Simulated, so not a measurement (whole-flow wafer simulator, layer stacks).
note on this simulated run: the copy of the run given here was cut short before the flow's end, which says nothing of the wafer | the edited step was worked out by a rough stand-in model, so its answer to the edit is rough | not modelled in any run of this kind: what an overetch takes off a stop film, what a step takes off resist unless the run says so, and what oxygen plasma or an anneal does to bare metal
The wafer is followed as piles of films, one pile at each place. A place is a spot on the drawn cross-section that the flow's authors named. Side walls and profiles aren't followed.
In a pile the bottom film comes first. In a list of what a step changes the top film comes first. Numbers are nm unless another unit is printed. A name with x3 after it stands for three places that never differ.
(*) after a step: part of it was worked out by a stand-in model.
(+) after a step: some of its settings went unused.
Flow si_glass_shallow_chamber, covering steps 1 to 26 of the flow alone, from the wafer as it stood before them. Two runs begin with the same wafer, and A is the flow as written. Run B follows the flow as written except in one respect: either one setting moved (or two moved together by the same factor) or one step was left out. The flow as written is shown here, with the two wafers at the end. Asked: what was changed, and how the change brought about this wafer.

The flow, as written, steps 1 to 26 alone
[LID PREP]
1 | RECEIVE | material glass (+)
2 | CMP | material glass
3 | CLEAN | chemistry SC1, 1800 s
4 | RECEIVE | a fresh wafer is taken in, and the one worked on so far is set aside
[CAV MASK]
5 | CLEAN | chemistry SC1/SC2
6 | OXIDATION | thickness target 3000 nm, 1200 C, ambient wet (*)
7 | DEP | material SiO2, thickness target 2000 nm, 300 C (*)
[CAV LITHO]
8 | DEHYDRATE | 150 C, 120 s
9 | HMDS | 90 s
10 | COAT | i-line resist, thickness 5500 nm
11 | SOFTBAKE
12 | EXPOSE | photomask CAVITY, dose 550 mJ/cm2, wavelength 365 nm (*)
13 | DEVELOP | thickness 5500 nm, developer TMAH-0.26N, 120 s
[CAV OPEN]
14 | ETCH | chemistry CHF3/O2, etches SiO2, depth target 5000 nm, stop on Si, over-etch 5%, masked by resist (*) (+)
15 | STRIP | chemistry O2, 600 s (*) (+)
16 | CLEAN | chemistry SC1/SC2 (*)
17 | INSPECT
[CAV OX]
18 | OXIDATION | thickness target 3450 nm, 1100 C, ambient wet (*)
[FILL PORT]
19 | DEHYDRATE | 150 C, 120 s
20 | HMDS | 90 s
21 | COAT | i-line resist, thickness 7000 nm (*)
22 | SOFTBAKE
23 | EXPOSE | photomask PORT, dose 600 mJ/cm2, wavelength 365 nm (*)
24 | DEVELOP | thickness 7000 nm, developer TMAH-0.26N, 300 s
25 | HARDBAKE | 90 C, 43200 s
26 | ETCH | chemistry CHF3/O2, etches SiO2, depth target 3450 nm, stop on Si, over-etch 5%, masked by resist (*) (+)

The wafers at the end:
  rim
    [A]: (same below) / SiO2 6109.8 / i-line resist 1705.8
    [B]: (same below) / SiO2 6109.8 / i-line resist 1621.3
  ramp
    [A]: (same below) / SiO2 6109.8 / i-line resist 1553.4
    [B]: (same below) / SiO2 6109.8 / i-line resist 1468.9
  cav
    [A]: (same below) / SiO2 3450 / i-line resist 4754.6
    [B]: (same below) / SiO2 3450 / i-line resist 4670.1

The reason: step 26, ETCH: over-etch 7.94% was run, whereas the flow has over-etch 5%.

How this came from the change, step by step:
  26 | ETCH | chemistry CHF3/O2, etches SiO2, depth target 3450 nm, stop on Si, over-etch 5%, masked by resist (*) (+)
      rim, ramp, cav, ring: A i-line resist loses 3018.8 | B i-line resist loses 3103.3
      port: A SiO2 loses 3450 (all of it), Si loses 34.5 | B SiO2 loses 3450 (all of it), Si loses 54.8
      (as well as at 1 more place)
